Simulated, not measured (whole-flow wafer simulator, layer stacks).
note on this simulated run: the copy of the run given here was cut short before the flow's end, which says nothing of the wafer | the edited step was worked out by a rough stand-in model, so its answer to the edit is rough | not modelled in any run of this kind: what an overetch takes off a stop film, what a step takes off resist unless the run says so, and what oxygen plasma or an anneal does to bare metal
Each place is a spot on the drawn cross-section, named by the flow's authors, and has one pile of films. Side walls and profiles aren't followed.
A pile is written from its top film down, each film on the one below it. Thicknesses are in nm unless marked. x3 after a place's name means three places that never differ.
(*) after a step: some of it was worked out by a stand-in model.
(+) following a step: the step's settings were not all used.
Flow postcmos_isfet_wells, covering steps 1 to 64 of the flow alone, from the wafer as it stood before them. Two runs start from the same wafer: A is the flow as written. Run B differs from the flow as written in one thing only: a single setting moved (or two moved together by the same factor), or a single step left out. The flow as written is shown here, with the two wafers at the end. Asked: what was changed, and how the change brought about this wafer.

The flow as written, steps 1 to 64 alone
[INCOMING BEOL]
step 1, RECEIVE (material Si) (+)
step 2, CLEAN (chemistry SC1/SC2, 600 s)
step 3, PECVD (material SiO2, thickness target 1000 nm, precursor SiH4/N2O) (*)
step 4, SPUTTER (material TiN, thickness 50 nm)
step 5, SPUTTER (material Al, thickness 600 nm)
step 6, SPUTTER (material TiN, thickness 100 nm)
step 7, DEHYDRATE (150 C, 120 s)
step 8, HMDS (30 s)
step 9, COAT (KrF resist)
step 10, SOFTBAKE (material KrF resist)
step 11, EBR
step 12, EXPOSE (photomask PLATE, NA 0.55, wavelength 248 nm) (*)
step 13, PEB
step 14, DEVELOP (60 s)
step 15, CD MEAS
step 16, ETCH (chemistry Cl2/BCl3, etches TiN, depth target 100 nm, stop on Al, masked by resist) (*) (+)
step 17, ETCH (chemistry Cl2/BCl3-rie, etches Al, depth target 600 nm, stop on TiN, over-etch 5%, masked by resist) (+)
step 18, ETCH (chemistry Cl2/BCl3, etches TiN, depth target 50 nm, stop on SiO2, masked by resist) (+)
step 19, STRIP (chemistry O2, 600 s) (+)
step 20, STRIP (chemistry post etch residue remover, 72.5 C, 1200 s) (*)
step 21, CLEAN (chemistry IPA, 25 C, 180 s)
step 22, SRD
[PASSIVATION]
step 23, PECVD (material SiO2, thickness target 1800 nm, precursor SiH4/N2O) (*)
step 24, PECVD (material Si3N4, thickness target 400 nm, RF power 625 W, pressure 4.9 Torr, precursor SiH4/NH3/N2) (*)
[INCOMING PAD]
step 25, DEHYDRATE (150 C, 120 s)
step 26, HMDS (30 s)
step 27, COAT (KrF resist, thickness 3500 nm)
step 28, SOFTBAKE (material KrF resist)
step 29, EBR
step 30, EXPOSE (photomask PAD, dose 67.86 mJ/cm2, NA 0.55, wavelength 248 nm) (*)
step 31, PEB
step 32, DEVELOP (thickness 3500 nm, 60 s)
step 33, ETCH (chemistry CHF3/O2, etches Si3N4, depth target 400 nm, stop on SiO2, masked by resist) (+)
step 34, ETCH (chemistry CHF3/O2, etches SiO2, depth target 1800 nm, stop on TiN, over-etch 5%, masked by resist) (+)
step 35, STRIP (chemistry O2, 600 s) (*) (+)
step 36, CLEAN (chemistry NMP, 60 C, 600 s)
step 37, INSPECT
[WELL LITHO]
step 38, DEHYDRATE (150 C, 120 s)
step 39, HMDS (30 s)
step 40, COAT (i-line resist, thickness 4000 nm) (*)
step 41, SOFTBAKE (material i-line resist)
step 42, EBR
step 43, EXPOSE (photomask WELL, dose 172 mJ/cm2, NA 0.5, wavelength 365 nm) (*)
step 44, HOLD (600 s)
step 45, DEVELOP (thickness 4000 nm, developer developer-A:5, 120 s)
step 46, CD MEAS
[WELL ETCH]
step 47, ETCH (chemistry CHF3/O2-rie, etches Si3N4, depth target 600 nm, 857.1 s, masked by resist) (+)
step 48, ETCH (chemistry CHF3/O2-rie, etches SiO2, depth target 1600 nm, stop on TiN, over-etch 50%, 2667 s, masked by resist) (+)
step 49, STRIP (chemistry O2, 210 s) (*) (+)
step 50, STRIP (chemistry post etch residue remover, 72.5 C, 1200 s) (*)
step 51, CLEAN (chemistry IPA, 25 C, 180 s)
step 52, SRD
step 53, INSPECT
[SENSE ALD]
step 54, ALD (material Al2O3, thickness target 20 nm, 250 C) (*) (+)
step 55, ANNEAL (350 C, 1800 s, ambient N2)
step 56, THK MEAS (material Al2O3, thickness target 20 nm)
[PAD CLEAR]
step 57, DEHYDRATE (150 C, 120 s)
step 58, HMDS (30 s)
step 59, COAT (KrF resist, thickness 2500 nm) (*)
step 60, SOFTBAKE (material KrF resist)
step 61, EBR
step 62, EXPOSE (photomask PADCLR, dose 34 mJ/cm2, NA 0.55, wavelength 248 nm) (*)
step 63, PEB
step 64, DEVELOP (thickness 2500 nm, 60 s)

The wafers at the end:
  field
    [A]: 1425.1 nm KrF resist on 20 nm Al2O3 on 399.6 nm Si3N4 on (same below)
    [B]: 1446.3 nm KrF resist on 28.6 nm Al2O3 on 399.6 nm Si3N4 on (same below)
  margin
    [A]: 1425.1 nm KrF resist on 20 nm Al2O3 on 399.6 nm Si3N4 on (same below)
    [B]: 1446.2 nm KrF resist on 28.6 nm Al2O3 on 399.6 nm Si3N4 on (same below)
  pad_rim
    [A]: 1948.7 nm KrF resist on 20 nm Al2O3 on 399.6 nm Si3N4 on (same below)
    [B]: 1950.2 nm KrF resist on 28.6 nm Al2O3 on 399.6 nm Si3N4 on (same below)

The reason: step 54, ALD: thickness target 28.6 nm was run, while the flow as written has thickness target 20 nm.
The wafer lets one read it off: field has Al2O3 28.6, and step 54 as written asks for 20 nm.

How this came from the change, step by step:
  step 54, ALD (material Al2O3, thickness target 20 nm, 250 C) (*) (+)
      field, margin, well900, well1300 x3, pad_rim, pad_clr, pad_open: A Al2O3 gains 20 (new film) | B Al2O3 gains 28.6 (new film)
